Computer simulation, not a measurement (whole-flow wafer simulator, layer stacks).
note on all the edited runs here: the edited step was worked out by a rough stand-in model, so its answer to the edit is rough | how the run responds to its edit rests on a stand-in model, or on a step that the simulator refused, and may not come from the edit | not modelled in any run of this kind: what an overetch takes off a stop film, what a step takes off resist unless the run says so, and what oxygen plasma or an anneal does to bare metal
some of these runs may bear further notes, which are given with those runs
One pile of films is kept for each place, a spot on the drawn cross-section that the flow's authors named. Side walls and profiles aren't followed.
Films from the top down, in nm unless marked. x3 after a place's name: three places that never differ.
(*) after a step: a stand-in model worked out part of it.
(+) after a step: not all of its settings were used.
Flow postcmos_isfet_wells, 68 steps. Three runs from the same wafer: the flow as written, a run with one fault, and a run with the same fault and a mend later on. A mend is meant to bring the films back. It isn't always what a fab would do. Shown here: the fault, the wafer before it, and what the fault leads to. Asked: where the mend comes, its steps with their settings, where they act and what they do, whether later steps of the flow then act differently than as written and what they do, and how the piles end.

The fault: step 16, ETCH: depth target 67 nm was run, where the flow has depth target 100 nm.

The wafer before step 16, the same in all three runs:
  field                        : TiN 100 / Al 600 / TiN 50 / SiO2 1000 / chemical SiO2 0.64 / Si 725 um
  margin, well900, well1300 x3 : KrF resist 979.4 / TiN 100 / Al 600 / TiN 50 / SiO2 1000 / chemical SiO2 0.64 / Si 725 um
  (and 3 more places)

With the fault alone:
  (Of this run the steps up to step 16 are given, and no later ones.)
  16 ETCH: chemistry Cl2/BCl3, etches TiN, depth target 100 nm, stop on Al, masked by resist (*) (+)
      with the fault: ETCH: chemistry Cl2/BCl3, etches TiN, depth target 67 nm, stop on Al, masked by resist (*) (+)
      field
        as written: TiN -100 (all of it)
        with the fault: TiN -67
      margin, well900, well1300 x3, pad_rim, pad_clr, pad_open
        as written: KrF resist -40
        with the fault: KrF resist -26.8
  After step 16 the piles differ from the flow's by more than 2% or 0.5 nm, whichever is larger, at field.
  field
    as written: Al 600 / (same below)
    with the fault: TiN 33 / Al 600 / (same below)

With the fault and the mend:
  The mend comes after step 16.
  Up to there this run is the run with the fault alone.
  16a ETCH: chemistry Cl2/BCl3, etches TiN, depth target 33 nm, stop on Al, masked by resist (the flow's step 16 once more, with other settings)
      margin, well900, well1300 x3, pad_rim, pad_clr, pad_open
        KrF resist -13.2
      field
        TiN -33 (all of it)
  No later step of the flow acts differently than as written at any place that is followed.
  At the end the piles are the same as the flow's at every place that both follow.
